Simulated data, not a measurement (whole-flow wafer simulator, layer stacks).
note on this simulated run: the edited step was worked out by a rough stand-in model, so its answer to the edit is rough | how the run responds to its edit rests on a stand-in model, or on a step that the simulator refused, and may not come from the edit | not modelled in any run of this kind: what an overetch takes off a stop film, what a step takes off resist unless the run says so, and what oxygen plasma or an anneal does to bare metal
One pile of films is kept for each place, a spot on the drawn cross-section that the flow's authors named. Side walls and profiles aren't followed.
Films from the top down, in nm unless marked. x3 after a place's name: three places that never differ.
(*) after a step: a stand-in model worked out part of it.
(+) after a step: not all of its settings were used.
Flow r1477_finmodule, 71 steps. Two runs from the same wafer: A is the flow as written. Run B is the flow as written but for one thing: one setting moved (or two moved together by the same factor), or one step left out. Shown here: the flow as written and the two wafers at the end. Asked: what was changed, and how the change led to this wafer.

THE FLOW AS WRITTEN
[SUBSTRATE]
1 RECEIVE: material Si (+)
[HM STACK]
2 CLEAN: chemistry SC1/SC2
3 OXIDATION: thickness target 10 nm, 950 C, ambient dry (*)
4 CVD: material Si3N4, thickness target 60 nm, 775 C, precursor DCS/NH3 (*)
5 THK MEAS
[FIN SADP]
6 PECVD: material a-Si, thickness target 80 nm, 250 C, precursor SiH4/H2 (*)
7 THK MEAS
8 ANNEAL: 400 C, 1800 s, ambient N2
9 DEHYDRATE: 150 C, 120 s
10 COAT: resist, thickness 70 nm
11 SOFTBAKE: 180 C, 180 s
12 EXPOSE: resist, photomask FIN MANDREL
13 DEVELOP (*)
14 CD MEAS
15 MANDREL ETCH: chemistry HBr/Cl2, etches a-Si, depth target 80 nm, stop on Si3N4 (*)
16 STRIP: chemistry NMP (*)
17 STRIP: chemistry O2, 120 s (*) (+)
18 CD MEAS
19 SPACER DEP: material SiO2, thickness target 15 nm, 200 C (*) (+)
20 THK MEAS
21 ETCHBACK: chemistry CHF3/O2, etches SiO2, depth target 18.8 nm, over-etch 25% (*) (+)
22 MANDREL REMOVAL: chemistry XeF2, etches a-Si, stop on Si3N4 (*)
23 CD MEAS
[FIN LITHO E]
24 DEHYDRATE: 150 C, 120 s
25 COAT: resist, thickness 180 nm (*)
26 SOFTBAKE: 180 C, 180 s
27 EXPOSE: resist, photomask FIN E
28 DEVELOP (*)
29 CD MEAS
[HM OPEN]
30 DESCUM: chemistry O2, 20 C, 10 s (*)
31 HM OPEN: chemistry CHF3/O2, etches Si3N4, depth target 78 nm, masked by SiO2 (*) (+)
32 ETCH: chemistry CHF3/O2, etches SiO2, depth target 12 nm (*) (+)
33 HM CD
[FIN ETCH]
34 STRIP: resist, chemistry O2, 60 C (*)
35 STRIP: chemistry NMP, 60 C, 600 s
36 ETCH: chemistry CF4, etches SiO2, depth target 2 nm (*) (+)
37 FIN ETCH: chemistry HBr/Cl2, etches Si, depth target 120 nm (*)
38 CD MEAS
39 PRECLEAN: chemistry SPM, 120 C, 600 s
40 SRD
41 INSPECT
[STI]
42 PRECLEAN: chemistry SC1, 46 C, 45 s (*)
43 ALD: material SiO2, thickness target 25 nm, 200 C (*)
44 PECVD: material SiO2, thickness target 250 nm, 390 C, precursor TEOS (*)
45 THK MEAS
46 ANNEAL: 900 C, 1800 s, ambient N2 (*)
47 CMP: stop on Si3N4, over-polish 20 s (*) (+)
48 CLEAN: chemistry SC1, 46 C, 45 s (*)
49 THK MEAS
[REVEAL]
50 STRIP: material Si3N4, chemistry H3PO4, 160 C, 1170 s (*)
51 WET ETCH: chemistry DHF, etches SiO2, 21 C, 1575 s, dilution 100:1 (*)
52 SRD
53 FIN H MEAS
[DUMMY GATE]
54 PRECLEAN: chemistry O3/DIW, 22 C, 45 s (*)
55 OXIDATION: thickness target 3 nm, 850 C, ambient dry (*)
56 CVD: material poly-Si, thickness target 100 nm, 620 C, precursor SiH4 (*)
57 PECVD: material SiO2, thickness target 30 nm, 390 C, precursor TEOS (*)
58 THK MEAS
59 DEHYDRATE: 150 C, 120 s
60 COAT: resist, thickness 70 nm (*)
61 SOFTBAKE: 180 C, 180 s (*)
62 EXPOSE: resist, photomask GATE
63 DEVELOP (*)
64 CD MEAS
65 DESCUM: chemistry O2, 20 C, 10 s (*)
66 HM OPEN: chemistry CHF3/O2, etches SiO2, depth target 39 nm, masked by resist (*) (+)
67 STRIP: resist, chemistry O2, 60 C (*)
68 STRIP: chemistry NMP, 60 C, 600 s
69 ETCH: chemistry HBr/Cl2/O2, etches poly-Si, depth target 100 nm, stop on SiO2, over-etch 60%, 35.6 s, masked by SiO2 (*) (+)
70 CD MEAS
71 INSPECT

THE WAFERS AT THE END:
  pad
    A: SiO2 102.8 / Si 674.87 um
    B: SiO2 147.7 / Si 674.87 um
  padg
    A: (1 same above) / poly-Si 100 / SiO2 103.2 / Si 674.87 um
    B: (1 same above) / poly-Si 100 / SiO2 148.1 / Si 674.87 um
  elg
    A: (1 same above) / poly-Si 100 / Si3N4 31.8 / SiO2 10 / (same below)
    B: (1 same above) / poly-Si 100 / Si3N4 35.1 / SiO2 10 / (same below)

The cause: step 51, WET ETCH: 748 s was run, where the flow has 1575 s.

How the change led to this, step by step:
  51 WET ETCH: chemistry DHF, etches SiO2, 21 C, 1575 s, dilution 100:1 (*)
      pad, padg, e40sg and 12 more: A SiO2 -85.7 | B SiO2 -40.7
      elg, e40lg, e100lg, e200lg, elo, e40lo, e100lo, e200lo: A SiO2 -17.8 (all of it), Si3N4 -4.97 | B SiO2 -17.8 (all of it), Si3N4 -1.6
      (and at 7 more places)
  56 CVD: material poly-Si, thickness target 100 nm, 620 C, precursor SiH4 (*)
      s40sg_line, s45sg_line, s50sg_line, s40so_line, s45so_line, s50so_line: A poly-Si +100 (new film) | B poly-Si +122.4 (new film)
      s40cg, s40co: A poly-Si +113.9 (new film) | B poly-Si +100 (new film)
      (and at 5 more places)
  60 COAT: resist, thickness 70 nm (*)
      e40lg, e100lg, elo, e40lo, e100lo: A resist +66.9 (new film) | B resist +68.9 (new film)
      e40sg, eso, e40so: A resist +129.5 (new film) | B resist +90 (new film)
      (and at 22 more places)
  63 DEVELOP (*)
      elo, e40lo, e100lo: A resist -66.9 (all of it) | B resist -68.9 (all of it)
      eso, e40so: A resist -129.5 (all of it) | B resist -90 (all of it)
      (and at 11 more places)
  67 STRIP: resist, chemistry O2, 60 C (*)
      e40lg, e100lg: A resist -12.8 (all of it) | B resist -14.8 (all of it)
      e40sg: A resist -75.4 (all of it) | B resist -35.9 (all of it)
      (and at 12 more places)
  69 ETCH: chemistry HBr/Cl2/O2, etches poly-Si, depth target 100 nm, stop on SiO2, over-etch 60%, 35.6 s, masked by SiO2 (*) (+)
      s40so_line, s45so_line, s50so_line: A chemical SiO2 -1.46 (all of it), poly-Si -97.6 (all of it), SiO2 -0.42 | B chemical SiO2 -1.21 (all of it), poly-Si -120.1 (all of it), SiO2 -0.2
      s40co: A chemical SiO2 -1.46 (all of it), poly-Si -111.5 (all of it), SiO2 -0.24 | B chemical SiO2 -1.21 (all of it), poly-Si -97.7 (all of it), SiO2 -0.42
      (and at 2 more places)
